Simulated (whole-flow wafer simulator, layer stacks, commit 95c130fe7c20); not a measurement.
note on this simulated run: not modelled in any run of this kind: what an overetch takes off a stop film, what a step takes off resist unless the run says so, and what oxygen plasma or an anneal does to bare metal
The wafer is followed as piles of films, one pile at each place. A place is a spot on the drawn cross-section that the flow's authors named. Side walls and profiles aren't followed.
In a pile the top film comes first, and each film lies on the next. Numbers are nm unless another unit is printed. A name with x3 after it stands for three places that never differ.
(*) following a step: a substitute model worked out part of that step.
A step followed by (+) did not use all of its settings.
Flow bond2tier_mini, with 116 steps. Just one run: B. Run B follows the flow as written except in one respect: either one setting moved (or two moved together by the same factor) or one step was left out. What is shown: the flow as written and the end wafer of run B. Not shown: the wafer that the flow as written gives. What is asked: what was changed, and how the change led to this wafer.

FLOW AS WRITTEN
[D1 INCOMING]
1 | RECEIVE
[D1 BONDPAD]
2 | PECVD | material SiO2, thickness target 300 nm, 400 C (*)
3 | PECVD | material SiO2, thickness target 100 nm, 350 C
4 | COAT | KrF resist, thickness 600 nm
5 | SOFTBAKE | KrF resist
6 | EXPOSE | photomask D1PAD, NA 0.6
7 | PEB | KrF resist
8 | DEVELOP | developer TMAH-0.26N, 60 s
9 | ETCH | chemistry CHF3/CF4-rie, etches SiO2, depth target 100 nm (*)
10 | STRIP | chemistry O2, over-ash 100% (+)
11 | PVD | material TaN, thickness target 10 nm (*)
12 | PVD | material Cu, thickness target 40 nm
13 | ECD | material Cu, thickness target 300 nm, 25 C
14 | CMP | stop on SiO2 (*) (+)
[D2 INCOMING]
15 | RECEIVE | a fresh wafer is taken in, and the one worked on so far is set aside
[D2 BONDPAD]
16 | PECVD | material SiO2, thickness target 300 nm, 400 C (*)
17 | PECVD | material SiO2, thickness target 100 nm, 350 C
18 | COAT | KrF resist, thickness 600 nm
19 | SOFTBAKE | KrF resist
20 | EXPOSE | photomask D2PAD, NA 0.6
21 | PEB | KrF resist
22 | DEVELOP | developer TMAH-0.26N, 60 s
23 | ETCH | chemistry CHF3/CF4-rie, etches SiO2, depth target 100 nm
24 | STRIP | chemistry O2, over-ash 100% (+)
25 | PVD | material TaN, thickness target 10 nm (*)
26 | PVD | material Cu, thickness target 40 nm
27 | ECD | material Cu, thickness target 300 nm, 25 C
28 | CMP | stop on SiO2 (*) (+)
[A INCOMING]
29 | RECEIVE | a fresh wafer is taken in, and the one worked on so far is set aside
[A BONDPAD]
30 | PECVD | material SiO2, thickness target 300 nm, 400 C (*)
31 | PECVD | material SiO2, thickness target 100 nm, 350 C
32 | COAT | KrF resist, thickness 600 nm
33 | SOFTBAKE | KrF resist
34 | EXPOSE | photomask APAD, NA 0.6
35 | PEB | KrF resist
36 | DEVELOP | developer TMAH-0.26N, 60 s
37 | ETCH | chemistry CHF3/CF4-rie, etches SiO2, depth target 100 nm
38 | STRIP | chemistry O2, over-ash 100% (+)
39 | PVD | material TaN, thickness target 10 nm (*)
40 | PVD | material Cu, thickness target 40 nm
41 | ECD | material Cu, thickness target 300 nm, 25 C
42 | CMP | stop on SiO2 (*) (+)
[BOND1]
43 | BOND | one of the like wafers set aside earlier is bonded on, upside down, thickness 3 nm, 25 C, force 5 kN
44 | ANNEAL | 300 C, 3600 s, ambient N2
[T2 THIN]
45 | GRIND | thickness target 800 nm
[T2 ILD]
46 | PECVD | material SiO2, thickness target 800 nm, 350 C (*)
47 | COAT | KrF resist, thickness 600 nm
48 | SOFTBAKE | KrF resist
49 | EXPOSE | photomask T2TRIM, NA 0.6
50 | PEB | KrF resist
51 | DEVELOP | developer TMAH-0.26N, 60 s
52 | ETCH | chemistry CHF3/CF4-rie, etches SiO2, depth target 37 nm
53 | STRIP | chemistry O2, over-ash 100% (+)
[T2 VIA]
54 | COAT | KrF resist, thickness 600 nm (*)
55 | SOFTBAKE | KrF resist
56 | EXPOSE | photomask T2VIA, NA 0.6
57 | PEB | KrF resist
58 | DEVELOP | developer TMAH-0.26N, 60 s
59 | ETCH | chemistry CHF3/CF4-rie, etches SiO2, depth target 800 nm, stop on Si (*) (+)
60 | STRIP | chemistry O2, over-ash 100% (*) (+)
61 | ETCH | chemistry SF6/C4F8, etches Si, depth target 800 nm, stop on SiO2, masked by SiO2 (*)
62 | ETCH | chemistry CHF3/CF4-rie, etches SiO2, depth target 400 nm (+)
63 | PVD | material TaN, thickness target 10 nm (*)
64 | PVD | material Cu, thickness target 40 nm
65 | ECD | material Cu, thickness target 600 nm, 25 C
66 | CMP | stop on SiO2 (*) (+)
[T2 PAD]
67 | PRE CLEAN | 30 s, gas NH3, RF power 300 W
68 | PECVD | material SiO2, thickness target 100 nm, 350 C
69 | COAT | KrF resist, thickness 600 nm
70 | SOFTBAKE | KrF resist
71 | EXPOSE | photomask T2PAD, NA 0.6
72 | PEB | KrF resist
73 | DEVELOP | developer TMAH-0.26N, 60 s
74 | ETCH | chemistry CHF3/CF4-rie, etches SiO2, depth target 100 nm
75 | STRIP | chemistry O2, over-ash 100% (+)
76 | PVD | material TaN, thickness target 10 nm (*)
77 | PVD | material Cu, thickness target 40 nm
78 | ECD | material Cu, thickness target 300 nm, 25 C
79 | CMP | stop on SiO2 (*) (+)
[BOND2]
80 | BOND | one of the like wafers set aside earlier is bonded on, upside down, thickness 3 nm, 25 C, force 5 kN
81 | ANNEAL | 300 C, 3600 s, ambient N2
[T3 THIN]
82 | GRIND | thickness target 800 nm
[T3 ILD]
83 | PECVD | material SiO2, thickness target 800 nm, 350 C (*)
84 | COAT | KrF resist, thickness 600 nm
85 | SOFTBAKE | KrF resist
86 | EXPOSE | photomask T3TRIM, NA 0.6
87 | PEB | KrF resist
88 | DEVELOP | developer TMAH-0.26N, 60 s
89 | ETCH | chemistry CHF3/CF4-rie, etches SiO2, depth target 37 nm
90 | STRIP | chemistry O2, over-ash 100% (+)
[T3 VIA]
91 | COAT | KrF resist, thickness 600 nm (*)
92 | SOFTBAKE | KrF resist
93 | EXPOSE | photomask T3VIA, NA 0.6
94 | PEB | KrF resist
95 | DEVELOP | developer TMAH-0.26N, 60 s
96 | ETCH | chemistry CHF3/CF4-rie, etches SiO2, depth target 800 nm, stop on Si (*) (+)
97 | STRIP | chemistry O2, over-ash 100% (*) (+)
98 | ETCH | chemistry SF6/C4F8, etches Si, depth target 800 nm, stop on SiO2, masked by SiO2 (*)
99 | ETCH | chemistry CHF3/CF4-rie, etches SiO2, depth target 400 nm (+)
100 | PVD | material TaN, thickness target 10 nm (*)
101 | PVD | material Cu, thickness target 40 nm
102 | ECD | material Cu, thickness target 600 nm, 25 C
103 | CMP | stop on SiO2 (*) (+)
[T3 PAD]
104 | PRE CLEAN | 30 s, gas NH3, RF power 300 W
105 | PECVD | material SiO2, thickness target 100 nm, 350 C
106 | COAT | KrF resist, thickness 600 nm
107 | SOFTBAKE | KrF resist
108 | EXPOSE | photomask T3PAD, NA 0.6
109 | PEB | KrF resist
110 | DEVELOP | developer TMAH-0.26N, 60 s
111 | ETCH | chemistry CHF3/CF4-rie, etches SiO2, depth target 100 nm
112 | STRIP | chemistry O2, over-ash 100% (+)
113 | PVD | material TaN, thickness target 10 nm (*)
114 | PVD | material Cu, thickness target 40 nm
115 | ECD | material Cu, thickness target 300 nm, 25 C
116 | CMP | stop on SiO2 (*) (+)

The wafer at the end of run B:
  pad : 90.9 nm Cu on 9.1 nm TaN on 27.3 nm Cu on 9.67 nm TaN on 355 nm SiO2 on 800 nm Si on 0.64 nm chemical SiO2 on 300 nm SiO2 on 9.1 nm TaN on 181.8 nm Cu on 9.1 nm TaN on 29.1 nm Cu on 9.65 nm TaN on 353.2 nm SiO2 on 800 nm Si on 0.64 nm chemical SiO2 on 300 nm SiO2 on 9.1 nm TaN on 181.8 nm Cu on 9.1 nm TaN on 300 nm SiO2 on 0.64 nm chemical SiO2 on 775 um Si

What caused this: step 52, ETCH: depth target 38.8 nm was run, though the flow has depth target 37 nm.

Step by step, how the change led to this:
  52 | ETCH | chemistry CHF3/CF4-rie, etches SiO2, depth target 37 nm
      pad, via: SiO2 loses 38.8 (it would be, as written: SiO2 loses 37)
      field: KrF resist loses 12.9 (it would be, as written: KrF resist loses 12.3)
